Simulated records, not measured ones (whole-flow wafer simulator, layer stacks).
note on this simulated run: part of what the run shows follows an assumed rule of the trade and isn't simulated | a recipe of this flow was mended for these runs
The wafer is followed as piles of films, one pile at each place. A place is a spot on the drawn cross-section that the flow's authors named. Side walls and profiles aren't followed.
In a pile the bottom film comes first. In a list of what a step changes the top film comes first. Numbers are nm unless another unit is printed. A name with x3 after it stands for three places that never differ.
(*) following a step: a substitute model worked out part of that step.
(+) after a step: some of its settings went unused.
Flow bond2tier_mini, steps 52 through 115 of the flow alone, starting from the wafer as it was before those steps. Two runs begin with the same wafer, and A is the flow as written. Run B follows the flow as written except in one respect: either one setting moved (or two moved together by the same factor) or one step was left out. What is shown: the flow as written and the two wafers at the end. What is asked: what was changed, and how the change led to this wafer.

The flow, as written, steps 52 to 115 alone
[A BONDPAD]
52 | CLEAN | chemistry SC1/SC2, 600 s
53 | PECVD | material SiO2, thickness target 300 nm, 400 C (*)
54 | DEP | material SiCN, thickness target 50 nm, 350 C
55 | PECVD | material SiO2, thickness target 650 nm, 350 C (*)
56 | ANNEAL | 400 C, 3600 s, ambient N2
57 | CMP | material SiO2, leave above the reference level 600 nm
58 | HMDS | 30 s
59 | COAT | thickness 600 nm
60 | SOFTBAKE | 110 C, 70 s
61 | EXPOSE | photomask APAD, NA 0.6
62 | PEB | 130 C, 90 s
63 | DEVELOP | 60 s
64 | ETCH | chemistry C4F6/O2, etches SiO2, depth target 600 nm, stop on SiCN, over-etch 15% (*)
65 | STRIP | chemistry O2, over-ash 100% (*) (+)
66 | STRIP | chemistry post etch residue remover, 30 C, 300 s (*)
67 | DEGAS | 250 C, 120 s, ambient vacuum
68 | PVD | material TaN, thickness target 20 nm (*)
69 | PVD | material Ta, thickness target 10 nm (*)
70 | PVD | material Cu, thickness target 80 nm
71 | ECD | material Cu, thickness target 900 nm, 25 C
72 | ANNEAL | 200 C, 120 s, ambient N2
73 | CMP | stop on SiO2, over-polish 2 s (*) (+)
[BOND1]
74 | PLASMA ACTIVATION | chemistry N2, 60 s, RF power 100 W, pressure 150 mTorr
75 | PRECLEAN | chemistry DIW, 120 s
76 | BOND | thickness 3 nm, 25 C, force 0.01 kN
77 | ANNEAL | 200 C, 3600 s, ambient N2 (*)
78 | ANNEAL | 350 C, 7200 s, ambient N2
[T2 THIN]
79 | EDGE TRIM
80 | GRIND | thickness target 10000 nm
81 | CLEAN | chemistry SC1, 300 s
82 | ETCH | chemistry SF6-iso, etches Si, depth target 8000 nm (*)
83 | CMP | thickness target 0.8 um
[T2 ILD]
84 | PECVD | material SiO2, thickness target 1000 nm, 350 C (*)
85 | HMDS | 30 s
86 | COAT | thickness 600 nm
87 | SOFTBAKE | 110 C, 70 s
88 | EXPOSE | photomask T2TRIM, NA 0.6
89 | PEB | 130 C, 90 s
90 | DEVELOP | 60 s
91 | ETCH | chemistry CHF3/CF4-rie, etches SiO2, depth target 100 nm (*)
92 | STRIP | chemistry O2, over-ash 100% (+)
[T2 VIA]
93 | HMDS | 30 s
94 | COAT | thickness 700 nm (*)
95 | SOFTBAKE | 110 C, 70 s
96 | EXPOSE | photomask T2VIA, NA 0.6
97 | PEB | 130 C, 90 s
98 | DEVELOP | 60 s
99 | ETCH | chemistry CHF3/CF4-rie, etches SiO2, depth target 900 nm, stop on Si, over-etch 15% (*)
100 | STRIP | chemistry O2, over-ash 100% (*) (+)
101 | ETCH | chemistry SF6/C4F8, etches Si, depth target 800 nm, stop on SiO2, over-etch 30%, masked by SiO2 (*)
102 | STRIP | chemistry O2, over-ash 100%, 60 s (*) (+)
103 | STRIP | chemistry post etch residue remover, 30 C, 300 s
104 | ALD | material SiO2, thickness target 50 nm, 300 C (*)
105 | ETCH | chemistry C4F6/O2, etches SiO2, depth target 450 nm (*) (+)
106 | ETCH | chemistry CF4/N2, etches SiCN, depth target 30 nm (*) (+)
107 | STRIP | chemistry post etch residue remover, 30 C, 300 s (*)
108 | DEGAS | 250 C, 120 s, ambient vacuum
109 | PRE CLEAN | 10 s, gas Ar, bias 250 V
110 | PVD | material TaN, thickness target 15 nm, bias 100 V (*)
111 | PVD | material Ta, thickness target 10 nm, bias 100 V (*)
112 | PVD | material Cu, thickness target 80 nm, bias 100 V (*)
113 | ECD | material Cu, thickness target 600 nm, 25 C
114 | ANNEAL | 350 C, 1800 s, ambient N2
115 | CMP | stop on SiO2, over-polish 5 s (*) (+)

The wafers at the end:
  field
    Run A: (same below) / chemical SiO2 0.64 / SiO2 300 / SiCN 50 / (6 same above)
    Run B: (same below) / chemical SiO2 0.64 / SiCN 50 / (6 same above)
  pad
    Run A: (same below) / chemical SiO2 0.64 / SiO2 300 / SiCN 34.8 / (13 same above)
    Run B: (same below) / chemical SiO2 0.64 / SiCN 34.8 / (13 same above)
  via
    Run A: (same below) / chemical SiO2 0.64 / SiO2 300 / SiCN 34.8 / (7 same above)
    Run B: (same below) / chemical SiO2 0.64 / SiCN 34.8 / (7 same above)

What caused this: step 53, PECVD: material SiO2, thickness target 300 nm, 400 C (*), was omitted.

How this came from the change, step by step:
  (no step that both runs have acts differently)
